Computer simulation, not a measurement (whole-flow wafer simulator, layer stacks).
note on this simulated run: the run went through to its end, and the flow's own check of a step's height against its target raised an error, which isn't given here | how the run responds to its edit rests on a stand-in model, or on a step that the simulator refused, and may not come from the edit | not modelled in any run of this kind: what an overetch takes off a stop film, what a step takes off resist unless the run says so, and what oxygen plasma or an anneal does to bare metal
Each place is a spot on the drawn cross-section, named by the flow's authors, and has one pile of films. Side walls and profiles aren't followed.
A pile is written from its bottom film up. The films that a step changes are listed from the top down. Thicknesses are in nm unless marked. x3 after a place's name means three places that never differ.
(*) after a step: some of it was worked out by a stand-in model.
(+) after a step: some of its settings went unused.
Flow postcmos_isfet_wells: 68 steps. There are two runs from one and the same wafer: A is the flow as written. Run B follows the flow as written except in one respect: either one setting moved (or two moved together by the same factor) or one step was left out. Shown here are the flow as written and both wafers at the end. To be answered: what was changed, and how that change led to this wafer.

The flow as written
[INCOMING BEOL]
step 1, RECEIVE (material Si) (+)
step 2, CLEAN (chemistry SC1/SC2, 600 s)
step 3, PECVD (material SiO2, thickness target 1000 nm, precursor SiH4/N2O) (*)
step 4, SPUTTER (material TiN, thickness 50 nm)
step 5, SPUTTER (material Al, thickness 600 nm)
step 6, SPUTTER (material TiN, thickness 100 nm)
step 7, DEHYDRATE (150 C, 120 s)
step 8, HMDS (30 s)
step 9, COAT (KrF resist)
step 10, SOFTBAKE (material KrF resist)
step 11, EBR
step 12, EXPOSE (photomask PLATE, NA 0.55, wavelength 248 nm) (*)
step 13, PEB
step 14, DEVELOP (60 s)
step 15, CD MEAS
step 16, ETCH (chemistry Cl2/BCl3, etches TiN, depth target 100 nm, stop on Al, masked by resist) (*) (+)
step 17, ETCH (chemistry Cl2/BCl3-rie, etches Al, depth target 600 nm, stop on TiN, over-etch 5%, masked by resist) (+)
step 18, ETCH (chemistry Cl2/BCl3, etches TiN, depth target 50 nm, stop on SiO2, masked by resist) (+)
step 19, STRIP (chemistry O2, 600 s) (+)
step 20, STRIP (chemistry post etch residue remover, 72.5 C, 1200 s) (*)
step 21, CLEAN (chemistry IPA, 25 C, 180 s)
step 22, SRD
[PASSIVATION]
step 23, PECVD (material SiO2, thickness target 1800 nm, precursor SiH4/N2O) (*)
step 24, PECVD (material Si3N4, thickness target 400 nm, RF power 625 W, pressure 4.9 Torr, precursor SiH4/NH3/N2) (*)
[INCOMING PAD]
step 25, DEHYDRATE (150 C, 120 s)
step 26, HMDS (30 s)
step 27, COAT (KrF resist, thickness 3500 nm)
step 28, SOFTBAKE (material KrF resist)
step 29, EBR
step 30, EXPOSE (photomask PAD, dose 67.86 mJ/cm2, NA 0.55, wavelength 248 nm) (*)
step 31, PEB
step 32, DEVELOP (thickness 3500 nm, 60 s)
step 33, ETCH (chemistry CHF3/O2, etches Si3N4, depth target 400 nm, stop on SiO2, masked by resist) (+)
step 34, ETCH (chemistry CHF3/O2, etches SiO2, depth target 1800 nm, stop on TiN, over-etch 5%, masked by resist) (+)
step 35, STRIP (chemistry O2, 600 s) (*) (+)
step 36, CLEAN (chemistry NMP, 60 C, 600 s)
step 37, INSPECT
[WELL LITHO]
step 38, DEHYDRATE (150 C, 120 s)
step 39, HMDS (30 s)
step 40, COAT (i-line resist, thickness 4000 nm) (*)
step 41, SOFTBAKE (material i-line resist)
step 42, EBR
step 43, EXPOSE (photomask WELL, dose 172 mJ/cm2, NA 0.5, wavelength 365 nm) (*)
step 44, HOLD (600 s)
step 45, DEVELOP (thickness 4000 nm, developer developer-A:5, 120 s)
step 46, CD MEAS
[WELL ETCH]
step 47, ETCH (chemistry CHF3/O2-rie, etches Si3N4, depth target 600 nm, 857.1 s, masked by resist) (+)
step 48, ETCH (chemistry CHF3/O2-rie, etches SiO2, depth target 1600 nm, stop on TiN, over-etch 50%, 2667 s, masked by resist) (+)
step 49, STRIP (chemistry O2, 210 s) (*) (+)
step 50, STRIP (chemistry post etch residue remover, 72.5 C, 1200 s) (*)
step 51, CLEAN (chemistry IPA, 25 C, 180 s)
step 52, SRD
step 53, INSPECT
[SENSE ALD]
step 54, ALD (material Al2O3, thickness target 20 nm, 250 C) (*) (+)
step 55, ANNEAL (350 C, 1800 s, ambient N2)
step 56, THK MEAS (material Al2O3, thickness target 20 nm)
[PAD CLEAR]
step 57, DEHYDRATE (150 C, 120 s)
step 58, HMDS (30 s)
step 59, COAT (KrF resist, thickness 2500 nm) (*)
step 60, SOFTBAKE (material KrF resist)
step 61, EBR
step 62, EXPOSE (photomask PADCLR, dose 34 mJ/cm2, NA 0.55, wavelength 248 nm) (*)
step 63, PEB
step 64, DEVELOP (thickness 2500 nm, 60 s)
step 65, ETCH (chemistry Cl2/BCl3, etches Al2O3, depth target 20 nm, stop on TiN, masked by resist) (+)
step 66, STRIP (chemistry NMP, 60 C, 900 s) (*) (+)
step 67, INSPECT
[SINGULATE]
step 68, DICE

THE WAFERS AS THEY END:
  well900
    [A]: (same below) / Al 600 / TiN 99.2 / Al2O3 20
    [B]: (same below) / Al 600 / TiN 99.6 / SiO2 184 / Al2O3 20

Cause: step 48, ETCH: depth target 944 nm was run, whereas the flow has depth target 1600 nm; step 48, ETCH: 1573 s was run, where the flow has 2667 s.

The path from the change to this, step by step:
  step 48, ETCH (chemistry CHF3/O2-rie, etches SiO2, depth target 1600 nm, stop on TiN, over-etch 50%, 2667 s, masked by resist) (+)
      well900, well1300 x3: A SiO2 loses 1600 (all of it) | B SiO2 loses 1416
      field, margin, pad_rim, pad_clr, pad_open: A i-line resist loses 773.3 | B i-line resist loses 456.3
  step 49, STRIP (chemistry O2, 210 s) (*) (+)
      field, margin, pad_rim: A i-line resist loses 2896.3 (all of it) | B i-line resist loses 3213.4 (all of it)
      pad_clr: A i-line resist loses 1996.5 (all of it) | B i-line resist loses 2313.6 (all of it)
      (also at 1 further place)
  step 59, COAT (KrF resist, thickness 2500 nm) (*)
      field: A KrF resist gains 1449 (new film) | B KrF resist gains 1537.1 (new film)
      margin: A KrF resist gains 1448.9 (new film) | B KrF resist gains 1537 (new film)
  step 63, PEB
      field, margin: A KrF resist loses 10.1 | B KrF resist loses 10.7
  step 66, STRIP (chemistry NMP, 60 C, 900 s) (*) (+)
      field: A KrF resist loses 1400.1 (all of it) | B KrF resist loses 1487.6 (all of it)
      margin: A KrF resist loses 1400.1 (all of it) | B KrF resist loses 1487.5 (all of it)
